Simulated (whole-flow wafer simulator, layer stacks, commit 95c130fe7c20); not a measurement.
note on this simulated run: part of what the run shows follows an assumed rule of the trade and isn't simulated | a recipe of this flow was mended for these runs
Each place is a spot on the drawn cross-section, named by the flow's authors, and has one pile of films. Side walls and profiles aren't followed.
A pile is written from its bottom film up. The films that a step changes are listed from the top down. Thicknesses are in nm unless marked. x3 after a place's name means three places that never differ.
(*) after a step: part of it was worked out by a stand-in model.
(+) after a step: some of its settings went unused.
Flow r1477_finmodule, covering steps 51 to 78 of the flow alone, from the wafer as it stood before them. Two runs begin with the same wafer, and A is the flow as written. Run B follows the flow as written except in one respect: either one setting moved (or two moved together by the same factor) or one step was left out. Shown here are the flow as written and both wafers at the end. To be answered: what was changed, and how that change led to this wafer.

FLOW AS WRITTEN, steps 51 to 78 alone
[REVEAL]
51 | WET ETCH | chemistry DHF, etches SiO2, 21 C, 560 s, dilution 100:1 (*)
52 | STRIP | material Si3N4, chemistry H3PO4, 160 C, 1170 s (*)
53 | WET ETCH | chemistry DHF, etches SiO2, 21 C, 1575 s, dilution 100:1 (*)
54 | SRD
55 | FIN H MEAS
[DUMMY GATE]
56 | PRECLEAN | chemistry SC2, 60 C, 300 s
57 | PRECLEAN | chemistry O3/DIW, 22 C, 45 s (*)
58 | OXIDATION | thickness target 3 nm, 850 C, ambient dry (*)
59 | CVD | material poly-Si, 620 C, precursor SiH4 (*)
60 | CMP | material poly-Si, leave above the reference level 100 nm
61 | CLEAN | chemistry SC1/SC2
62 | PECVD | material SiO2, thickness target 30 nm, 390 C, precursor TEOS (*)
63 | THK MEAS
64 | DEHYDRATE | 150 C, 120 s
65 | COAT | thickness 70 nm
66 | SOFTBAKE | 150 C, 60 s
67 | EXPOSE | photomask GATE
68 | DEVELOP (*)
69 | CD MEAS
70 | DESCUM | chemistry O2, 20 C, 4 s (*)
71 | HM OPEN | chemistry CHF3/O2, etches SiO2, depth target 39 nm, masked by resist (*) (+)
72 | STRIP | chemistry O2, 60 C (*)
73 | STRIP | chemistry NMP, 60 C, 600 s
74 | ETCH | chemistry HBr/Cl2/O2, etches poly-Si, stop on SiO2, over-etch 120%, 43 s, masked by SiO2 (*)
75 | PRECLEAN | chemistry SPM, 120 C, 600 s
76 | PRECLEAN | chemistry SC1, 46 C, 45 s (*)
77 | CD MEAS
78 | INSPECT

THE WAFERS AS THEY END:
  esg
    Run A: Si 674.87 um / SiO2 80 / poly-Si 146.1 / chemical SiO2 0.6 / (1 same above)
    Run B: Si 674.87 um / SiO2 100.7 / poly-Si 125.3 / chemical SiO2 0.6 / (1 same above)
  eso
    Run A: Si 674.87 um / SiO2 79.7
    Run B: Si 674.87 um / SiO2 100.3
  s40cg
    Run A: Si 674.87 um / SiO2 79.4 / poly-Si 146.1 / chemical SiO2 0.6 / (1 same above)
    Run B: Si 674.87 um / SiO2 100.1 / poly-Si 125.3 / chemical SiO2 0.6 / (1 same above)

Cause: step 53, WET ETCH: 1162 s was run, though the flow has 1575 s.

Step by step, how the change led to this:
  53 | WET ETCH | chemistry DHF, etches SiO2, 21 C, 1575 s, dilution 100:1 (*)
      esg, e40sg, e100sg and 17 more: A -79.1 SiO2 | B -58.4 SiO2
      pad, padg: A -85.7 SiO2 | B -63.2 SiO2
  59 | CVD | material poly-Si, 620 C, precursor SiH4 (*)
      esg, e40sg, e100sg and 15 more: A +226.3 poly-Si (new film) | B +205.6 poly-Si (new film)
      e200sg, e200so: A +219.2 poly-Si (new film) | B +198.5 poly-Si (new film)
  60 | CMP | material poly-Si, leave above the reference level 100 nm
      pad, padg: A -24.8 poly-Si | B -47.2 poly-Si
  74 | ETCH | chemistry HBr/Cl2/O2, etches poly-Si, stop on SiO2, over-etch 120%, 43 s, masked by SiO2 (*)
      eso, e40so, e100so and 7 more: A -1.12 chemical SiO2 (all of it), -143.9 poly-Si (all of it), -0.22 SiO2 | B -1.12 chemical SiO2 (all of it), -123.2 poly-Si (all of it), -0.32 SiO2
      pad: A -1.12 chemical SiO2 (all of it), -152.8 poly-Si (all of it), -0.17 SiO2 | B -1.12 chemical SiO2 (all of it), -130.4 poly-Si (all of it), -0.28 SiO2
